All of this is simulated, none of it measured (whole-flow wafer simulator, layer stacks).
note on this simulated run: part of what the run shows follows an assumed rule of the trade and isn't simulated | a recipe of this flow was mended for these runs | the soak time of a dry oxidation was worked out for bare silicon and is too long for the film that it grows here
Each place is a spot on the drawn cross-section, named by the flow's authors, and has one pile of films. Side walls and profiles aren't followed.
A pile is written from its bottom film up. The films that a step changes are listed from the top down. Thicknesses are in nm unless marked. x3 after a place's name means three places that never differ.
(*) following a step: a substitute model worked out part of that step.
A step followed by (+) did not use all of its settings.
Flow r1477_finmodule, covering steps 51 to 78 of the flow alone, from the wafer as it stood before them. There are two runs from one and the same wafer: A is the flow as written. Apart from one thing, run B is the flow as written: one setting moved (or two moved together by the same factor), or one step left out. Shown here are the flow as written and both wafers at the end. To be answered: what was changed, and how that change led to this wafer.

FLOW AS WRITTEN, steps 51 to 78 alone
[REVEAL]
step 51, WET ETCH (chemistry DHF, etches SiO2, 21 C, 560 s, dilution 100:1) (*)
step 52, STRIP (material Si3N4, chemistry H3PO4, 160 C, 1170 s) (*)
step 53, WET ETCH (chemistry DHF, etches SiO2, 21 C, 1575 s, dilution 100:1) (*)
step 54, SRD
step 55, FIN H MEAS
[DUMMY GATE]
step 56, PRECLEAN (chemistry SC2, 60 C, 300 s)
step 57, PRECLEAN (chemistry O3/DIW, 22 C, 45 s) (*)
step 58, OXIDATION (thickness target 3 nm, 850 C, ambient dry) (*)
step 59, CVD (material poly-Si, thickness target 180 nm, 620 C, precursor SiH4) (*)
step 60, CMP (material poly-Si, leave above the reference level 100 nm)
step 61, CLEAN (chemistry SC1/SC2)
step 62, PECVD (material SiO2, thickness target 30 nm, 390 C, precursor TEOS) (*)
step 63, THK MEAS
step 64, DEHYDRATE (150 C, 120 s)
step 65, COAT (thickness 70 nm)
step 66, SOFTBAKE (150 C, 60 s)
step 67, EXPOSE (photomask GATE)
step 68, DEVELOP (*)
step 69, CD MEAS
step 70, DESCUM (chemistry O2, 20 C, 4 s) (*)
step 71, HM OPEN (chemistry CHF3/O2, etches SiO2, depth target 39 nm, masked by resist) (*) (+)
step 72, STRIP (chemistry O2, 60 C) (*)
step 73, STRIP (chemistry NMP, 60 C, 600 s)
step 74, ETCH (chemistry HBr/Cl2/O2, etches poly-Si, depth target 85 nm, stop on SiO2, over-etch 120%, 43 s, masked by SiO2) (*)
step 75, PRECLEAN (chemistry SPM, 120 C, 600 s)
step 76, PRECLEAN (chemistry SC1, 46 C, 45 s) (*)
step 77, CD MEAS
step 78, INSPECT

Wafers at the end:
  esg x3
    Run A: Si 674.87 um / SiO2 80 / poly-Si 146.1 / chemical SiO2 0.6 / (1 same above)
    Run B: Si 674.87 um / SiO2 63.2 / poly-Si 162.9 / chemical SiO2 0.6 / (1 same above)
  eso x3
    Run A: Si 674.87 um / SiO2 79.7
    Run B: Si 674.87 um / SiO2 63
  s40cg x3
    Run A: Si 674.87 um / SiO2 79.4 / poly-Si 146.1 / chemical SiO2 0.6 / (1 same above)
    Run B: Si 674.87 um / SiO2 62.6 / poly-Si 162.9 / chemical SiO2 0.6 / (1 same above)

Cause: step 51, WET ETCH: 896 s was run, while the flow as written has 560 s.

How this came from the change, step by step:
  step 51, WET ETCH (chemistry DHF, etches SiO2, 21 C, 560 s, dilution 100:1) (*)
      esg x3, e200sg, s40cg x3, s40sg x3, eso x3, e200so, s40co x3, s40so x3: A -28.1 SiO2 | B -45 SiO2
      elg x4, elo x4: A -22.3 SiO2 (all of it), -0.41 Si3N4 | B -22.3 SiO2 (all of it), -1.32 Si3N4
      (also at 8 further places)
  step 52, STRIP (material Si3N4, chemistry H3PO4, 160 C, 1170 s) (*)
      elg x4, elo x4: A -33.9 Si3N4 (all of it), -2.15 SiO2 | B -33 Si3N4 (all of it), -2.18 SiO2
  step 59, CVD (material poly-Si, thickness target 180 nm, 620 C, precursor SiH4) (*)
      esg x3, s40cg x3, s40sg x3, eso x3, s40co x3, s40so x3: A +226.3 poly-Si (new film) | B +243.2 poly-Si (new film)
      e200sg, e200so: A +219.2 poly-Si (new film) | B +243.2 poly-Si (new film)
  step 60, CMP (material poly-Si, leave above the reference level 100 nm)
      pad, padg: A -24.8 poly-Si | B -6.77 poly-Si
      e200sg, e200so: A -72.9 poly-Si | B -80 poly-Si
  step 74, ETCH (chemistry HBr/Cl2/O2, etches poly-Si, depth target 85 nm, stop on SiO2, over-etch 120%, 43 s, masked by SiO2) (*)
      eso x3, e200so, s40co x3, s40so x3: A -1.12 chemical SiO2 (all of it), -143.9 poly-Si (all of it), -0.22 SiO2 | B -1.12 chemical SiO2 (all of it), -160.7 poly-Si (all of it), -0.13 SiO2
      pad: A -1.12 chemical SiO2 (all of it), -152.8 poly-Si (all of it), -0.17 SiO2 | B -1.12 chemical SiO2 (all of it), -170.8 poly-Si (all of it), -0.08 SiO2
